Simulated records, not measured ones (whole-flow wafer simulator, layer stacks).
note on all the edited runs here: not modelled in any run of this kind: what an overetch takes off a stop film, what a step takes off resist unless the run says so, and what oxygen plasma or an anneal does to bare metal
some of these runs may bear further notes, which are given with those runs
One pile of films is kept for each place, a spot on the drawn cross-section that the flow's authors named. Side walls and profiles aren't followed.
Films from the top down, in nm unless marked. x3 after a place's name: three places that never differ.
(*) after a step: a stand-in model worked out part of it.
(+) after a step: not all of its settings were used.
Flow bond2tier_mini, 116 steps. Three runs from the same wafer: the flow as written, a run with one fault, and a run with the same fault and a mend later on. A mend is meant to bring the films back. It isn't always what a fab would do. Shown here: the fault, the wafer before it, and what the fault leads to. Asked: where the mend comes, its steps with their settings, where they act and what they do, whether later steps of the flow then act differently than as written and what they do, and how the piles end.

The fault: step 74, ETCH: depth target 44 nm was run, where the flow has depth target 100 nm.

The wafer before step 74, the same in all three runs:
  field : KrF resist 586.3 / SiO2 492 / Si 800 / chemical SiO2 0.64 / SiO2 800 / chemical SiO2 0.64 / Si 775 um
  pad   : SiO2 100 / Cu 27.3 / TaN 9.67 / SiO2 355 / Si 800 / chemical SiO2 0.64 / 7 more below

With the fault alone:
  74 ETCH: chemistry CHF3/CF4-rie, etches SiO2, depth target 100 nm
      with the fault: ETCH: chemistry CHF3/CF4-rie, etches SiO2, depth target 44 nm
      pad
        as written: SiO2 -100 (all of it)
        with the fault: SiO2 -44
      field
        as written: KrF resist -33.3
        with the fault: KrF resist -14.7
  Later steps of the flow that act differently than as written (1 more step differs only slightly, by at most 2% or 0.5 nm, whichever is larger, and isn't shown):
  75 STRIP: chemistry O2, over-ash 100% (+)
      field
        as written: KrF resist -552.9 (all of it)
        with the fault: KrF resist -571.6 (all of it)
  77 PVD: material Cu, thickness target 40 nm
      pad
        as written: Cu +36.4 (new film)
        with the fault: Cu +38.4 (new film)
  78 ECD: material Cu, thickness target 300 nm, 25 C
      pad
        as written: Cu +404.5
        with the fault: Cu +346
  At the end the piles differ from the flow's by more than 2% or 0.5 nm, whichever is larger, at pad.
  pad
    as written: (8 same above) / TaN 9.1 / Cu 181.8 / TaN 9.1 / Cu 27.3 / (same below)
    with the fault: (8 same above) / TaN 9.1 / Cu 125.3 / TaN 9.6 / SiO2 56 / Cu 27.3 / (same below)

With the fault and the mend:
  The mend comes after step 75.
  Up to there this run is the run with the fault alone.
  75a COAT: KrF resist, thickness 600 nm (*) (the flow's step 69 once more)
      field
        KrF resist +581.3 (new film)
      pad
        KrF resist +619.5 (new film)
  75b SOFTBAKE: KrF resist (the flow's step 70 once more)
      changes no film at any place that is followed
  75c EXPOSE: photomask T2PAD, NA 0.6 (the flow's step 71 once more)
      changes no film at any place that is followed
  75d PEB: KrF resist (the flow's step 72 once more)
      changes no film at any place that is followed
  75e DEVELOP: developer TMAH-0.26N, 60 s (the flow's step 73 once more)
      field
        KrF resist -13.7
      pad
        KrF resist -619.5 (all of it)
  75f ETCH: chemistry CHF3/CF4-rie, etches SiO2, depth target 56 nm (the flow's step 74 once more, with other settings)
      field
        KrF resist -18.7
      pad
        SiO2 -56 (all of it)
  75g STRIP: chemistry O2, over-ash 100% (+) (the flow's step 75 once more)
      field
        KrF resist -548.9 (all of it)
  No later step of the flow acts differently than as written at any place that is followed.
  At the end the piles are the same as the flow's at every place that both follow.
